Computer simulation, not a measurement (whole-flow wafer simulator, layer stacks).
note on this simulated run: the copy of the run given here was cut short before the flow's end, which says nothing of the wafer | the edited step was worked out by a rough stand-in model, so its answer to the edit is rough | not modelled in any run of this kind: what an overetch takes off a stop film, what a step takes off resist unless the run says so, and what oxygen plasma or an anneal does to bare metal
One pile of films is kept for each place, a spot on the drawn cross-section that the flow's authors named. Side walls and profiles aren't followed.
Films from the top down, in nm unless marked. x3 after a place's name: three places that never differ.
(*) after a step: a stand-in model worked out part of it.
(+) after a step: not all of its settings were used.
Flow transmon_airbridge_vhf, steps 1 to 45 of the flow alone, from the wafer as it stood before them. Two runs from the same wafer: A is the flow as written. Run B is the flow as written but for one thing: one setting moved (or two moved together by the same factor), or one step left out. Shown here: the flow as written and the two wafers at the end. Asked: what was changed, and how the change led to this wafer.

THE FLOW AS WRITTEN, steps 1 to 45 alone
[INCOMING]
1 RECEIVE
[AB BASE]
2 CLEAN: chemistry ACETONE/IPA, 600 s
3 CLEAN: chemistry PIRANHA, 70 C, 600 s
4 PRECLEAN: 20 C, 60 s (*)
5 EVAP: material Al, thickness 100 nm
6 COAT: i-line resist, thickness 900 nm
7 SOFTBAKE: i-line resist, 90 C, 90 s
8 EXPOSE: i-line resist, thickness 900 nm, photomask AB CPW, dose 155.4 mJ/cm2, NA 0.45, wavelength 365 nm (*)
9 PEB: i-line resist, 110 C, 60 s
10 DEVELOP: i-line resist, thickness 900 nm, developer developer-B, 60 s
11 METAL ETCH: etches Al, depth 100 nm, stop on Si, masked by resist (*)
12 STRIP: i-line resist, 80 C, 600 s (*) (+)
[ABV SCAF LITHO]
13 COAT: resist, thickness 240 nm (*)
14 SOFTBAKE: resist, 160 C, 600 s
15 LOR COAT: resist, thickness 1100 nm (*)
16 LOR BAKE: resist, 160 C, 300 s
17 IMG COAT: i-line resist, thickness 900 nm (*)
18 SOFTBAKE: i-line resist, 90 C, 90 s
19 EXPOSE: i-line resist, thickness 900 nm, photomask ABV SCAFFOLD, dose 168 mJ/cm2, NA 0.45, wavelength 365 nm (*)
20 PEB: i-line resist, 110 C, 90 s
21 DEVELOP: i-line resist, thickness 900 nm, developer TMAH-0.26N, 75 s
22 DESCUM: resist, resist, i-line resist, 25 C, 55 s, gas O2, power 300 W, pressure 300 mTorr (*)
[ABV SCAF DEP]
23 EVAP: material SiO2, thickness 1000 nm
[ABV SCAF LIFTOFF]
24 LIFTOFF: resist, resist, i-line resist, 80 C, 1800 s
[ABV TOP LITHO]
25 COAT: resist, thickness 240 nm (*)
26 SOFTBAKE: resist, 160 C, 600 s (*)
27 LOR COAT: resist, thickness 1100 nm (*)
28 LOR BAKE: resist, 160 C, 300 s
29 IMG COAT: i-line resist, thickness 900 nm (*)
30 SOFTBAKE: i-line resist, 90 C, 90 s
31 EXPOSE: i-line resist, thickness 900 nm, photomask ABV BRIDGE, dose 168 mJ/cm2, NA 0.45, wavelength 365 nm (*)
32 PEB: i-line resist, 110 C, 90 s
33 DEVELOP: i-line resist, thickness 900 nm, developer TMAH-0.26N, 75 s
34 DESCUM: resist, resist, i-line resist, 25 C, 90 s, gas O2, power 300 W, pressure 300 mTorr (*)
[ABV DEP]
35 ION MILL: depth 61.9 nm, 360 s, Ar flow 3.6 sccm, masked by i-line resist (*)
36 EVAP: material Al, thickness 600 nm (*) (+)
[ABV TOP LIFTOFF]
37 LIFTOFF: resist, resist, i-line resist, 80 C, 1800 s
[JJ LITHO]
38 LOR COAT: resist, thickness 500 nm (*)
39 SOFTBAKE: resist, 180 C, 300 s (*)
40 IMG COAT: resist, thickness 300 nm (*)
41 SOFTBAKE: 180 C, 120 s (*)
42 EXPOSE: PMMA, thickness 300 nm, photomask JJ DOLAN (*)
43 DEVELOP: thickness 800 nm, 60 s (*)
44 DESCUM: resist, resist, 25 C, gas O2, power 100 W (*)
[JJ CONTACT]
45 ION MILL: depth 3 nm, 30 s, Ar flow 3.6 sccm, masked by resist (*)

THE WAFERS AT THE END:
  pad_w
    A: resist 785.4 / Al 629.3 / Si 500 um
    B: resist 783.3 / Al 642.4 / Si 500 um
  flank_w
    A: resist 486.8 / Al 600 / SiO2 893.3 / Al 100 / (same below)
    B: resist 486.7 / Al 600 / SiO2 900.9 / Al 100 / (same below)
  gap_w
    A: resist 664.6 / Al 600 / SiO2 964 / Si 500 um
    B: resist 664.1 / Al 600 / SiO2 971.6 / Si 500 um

The cause: step 35, ION MILL: depth 48.9 nm was run, where the flow has depth 61.9 nm; step 35, ION MILL: 284 s was run, where the flow has 360 s.

How the change led to this, step by step:
  35 ION MILL: depth 61.9 nm, 360 s, Ar flow 3.6 sccm, masked by i-line resist (*)
      field x3, jj_line, ground_far, trace_open_s x2, margin_s, margin_n: A i-line resist -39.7 | B i-line resist -31.3
      flank_w, gap_w, cpw_trace, gap_e, flank_e, bridge_strip: A SiO2 -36 | B SiO2 -28.4
      (and at 2 more places)
  37 LIFTOFF: resist, resist, i-line resist, 80 C, 1800 s
      margin_s, margin_n: A Al -600 (all of it), i-line resist -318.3 (all of it), resist -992 (all of it) | B Al -600 (all of it), i-line resist -326.7 (all of it), resist -992 (all of it)
